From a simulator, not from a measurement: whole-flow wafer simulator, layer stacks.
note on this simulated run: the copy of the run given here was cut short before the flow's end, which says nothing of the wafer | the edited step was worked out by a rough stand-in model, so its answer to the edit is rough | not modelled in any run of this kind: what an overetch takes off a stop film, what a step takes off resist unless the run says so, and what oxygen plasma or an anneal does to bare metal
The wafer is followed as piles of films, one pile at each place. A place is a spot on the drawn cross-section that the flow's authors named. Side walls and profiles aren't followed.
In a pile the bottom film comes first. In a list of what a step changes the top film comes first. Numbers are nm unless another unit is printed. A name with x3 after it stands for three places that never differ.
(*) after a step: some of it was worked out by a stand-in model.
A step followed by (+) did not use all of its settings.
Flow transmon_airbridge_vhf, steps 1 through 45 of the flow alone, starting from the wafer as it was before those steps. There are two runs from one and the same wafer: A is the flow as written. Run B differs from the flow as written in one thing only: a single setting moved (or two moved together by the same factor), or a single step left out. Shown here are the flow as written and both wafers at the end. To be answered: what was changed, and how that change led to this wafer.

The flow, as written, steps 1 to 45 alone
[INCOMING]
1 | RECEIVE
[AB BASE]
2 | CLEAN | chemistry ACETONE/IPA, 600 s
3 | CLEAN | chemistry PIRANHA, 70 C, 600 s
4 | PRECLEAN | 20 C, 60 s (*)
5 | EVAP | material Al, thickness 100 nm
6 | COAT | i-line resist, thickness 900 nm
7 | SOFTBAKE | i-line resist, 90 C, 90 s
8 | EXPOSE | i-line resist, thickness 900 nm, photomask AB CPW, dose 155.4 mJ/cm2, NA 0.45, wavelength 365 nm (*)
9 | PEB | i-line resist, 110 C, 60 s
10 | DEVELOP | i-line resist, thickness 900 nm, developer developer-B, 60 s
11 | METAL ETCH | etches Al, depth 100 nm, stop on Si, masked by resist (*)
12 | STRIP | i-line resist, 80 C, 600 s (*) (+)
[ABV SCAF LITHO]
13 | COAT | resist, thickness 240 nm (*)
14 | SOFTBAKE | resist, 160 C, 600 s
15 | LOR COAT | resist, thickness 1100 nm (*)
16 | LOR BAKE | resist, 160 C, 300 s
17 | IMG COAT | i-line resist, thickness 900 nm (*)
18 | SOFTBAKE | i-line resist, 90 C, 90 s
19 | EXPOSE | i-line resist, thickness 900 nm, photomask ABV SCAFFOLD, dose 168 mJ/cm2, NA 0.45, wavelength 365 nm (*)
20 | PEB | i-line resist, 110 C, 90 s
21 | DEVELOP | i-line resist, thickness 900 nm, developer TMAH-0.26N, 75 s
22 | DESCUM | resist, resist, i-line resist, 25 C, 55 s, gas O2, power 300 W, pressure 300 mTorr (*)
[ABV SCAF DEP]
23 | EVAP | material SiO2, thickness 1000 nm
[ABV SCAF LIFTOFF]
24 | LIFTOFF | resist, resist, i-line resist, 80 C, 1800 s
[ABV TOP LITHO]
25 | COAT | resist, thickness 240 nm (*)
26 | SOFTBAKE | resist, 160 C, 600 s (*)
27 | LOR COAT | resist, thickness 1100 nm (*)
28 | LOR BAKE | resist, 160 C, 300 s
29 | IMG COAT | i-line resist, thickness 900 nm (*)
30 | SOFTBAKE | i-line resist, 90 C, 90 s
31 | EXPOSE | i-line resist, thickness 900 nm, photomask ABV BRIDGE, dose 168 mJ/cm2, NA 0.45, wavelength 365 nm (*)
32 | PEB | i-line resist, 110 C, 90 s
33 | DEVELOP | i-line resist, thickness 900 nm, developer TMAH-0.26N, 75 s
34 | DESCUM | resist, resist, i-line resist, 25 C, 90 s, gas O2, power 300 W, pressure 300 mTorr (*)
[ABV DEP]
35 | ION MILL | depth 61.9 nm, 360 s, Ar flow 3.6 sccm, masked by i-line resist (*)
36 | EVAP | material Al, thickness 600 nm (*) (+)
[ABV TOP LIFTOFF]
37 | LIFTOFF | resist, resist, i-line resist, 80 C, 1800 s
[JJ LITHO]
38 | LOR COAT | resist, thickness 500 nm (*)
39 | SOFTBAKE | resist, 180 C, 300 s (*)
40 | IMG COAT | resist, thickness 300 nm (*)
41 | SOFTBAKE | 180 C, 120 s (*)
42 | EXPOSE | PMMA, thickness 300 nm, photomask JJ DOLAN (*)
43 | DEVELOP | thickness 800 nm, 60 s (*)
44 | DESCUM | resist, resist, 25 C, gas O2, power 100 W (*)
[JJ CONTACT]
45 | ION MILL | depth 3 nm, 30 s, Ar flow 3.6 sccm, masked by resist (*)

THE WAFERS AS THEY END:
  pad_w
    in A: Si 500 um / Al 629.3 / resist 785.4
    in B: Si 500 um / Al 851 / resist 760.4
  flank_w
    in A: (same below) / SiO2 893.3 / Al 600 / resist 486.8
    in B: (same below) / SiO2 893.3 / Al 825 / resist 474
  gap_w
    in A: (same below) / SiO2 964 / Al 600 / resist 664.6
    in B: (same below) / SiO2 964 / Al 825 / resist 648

Cause: step 36, EVAP: thickness 825 nm was run, though the flow has thickness 600 nm.
One can read it off the wafer: flank_w has Al 825, and step 36 as written asks for 600 nm.

The path from the change to this, step by step:
  36 | EVAP | material Al, thickness 600 nm (*) (+)
      field x3, jj_line, ground_far and 10 more: A +600 Al (new film) | B +825 Al (new film)
      pad_w, pad_e: A +591.2 Al | B +812.9 Al
  37 | LIFTOFF | resist, resist, i-line resist, 80 C, 1800 s
      field x3, jj_line, trace_open_s x2: A -600 Al (all of it), -600 i-line resist (all of it), -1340 resist (all of it) | B -825 Al (all of it), -600 i-line resist (all of it), -1340 resist (all of it)
      margin_s, margin_n: A -600 Al (all of it), -318.3 i-line resist (all of it), -992 resist (all of it) | B -825 Al (all of it), -318.3 i-line resist (all of it), -992 resist (all of it)
      (as well as at 1 more place)
  38 | LOR COAT | resist, thickness 500 nm (*)
      pad_w, pad_e: A +517 resist (new film) | B +501.1 resist (new film)
      margin_s, margin_n: A +445.3 resist (new film) | B +461.8 resist (new film)
      (as well as at 1 more place)
  40 | IMG COAT | resist, thickness 300 nm (*)
      pad_w, pad_e: A +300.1 resist | B +291.2 resist
      flank_w, flank_e: A +212.1 resist | B +204.8 resist
      (as well as at 4 more places)
